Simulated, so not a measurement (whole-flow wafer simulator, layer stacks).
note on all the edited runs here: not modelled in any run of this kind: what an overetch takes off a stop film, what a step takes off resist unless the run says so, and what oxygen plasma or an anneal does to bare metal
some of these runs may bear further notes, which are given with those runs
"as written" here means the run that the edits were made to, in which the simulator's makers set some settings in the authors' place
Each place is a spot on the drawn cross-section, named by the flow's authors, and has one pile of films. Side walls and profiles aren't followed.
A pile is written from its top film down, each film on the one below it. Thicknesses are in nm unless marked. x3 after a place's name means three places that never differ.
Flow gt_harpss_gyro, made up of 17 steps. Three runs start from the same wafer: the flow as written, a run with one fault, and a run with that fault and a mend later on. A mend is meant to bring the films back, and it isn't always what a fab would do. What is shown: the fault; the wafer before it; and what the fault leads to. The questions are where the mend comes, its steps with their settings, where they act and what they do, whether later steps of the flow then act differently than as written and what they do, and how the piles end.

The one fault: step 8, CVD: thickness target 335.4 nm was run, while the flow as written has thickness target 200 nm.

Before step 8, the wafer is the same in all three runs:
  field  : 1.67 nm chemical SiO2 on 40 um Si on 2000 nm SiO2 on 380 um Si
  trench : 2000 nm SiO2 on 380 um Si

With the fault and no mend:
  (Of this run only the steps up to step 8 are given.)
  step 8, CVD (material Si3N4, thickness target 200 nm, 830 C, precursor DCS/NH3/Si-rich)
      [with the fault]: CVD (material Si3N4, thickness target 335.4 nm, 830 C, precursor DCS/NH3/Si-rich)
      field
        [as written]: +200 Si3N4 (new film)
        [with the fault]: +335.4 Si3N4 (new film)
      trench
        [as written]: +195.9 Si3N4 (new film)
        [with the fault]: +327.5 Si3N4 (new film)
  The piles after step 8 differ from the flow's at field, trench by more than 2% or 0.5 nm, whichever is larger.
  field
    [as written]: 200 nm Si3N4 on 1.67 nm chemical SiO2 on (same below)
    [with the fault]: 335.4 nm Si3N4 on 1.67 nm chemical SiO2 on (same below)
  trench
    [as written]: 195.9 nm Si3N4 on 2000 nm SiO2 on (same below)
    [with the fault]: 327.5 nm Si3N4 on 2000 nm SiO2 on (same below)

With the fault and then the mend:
  After step 8 comes the mend.
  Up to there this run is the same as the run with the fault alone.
  step 8a, ETCH (chemistry h3po4, depth target 133.6 nm)
      field, trench
        -133.6 Si3N4
  None of the later steps of the flow acts differently than as written at any place that is followed.
  The piles end only slightly different from the flow's at the places that both follow, by no more than 2% or 0.5 nm, whichever is larger.
